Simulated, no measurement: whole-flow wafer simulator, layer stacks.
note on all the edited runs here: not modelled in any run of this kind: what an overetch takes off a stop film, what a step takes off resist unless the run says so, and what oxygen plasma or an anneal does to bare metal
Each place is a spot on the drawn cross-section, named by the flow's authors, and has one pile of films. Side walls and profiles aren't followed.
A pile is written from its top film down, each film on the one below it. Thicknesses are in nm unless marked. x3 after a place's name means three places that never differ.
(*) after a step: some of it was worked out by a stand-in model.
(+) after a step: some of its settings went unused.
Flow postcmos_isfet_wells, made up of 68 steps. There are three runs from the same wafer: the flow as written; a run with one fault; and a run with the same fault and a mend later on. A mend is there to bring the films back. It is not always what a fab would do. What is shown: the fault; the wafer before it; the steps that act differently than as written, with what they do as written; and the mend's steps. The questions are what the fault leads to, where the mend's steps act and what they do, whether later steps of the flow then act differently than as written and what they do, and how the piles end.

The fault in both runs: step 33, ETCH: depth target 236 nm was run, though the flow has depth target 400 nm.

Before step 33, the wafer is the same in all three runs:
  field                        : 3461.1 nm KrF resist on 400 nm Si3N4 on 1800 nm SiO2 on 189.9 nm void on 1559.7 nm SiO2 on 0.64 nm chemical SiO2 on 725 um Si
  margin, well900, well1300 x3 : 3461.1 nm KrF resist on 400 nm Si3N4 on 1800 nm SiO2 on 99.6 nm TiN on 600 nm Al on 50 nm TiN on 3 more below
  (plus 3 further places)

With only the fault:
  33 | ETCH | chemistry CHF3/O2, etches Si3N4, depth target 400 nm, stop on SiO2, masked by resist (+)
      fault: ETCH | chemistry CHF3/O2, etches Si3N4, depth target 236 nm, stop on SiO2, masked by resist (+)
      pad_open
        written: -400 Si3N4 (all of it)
        fault: -236 Si3N4
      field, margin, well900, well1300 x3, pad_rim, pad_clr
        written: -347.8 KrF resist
        fault: -205.2 KrF resist
  Later steps of the flow acting differently than as written (5 other steps are not shown; they differ only slightly, by no more than 2% or 0.5 nm, whichever is larger):
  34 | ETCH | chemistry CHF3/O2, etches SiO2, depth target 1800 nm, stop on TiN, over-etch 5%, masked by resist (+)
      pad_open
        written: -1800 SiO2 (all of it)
        fault: -164 Si3N4 (all of it), -1627.8 SiO2
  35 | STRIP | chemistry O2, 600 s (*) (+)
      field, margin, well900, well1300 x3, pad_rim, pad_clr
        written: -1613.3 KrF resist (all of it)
        fault: -1755.9 KrF resist (all of it)
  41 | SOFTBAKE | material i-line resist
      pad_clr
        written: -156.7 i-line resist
        fault: -139.6 i-line resist
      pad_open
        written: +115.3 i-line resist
        fault: +107.7 i-line resist
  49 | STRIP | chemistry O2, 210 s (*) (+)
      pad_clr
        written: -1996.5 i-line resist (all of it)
        fault: -2067.4 i-line resist (all of it)
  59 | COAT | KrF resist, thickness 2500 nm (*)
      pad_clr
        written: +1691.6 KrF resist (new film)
        fault: +1749.4 KrF resist (new film)
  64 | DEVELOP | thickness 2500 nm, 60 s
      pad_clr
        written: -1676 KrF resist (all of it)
        fault: -1733.7 KrF resist (all of it)
  By the end, the piles at pad_open depart from the flow's by more than 2% or 0.5 nm, whichever is larger.
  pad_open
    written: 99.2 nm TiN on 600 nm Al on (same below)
    fault: 172.2 nm SiO2 on 99.6 nm TiN on 600 nm Al on (same below)

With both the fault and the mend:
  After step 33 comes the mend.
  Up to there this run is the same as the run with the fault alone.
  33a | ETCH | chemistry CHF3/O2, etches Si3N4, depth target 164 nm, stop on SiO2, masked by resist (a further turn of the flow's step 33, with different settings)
      field, margin, well900, well1300 x3, pad_rim, pad_clr
        -142.6 KrF resist
      pad_open
        -164 Si3N4 (all of it)
  Every later step of the flow that is run acts as written at every place that is followed.
  The piles end the same as the flow's at every place that both follow.
